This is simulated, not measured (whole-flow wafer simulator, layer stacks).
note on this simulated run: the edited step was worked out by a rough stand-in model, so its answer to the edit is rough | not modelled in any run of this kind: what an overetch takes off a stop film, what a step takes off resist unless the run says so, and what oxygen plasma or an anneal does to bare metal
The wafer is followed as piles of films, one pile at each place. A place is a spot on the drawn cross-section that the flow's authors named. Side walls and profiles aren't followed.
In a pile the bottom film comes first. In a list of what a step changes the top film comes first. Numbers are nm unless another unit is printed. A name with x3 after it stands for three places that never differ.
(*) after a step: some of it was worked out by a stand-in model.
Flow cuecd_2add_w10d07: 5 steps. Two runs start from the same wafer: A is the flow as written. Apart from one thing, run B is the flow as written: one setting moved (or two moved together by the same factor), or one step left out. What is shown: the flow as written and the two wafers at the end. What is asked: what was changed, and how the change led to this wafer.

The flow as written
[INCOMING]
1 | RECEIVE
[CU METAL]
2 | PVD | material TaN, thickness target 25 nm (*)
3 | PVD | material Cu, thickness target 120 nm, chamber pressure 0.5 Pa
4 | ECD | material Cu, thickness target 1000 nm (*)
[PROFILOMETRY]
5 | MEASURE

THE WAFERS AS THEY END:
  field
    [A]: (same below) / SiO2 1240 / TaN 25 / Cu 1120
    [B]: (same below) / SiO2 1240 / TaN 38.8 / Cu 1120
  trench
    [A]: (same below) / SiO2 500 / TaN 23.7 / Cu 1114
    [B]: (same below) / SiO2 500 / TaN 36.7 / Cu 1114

The reason: step 2, PVD: thickness target 38.8 nm was run, while the flow as written has thickness target 25 nm.
The wafer itself shows it: field has TaN 38.8, and step 2 as written asks for 25 nm.

How this came from the change, step by step:
  2 | PVD | material TaN, thickness target 25 nm (*)
      field: A TaN gains 25 (new film) | B TaN gains 38.8 (new film)
      trench: A TaN gains 23.7 (new film) | B TaN gains 36.7 (new film)
